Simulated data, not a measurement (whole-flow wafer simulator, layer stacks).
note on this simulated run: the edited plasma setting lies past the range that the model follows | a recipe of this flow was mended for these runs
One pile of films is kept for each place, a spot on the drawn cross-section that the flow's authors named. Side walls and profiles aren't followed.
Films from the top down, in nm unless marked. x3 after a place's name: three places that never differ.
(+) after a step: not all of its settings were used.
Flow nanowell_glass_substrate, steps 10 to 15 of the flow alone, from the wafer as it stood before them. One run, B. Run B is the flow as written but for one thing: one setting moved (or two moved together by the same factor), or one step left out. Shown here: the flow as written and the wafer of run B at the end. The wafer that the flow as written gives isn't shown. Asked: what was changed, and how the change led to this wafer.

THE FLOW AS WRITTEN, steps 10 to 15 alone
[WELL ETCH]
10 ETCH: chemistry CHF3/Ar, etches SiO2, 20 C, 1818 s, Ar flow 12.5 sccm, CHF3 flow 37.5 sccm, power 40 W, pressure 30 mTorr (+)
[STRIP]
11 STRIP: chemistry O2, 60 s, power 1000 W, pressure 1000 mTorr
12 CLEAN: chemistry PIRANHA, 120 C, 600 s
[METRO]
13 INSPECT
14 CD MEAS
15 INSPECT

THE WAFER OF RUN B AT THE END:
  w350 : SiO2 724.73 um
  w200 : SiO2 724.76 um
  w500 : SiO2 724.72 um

The cause: step 10, ETCH: power 35.2 W was run, where the flow has power 40 W.

How the change led to this, step by step:
  10 ETCH: chemistry CHF3/Ar, etches SiO2, 20 C, 1818 s, Ar flow 12.5 sccm, CHF3 flow 37.5 sccm, power 40 W, pressure 30 mTorr (+)
      land: UV-NIL-ACRYLATE -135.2 (as written it would be: UV-NIL-ACRYLATE -156.2)
      w350: SiO2 -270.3 (as written it would be: SiO2 -300)
      (and at 3 more places)
  11 STRIP: chemistry O2, 60 s, power 1000 W, pressure 1000 mTorr
      land: UV-NIL-ACRYLATE -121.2 (all of it) (as written it would be: UV-NIL-ACRYLATE -100.2 (all of it))
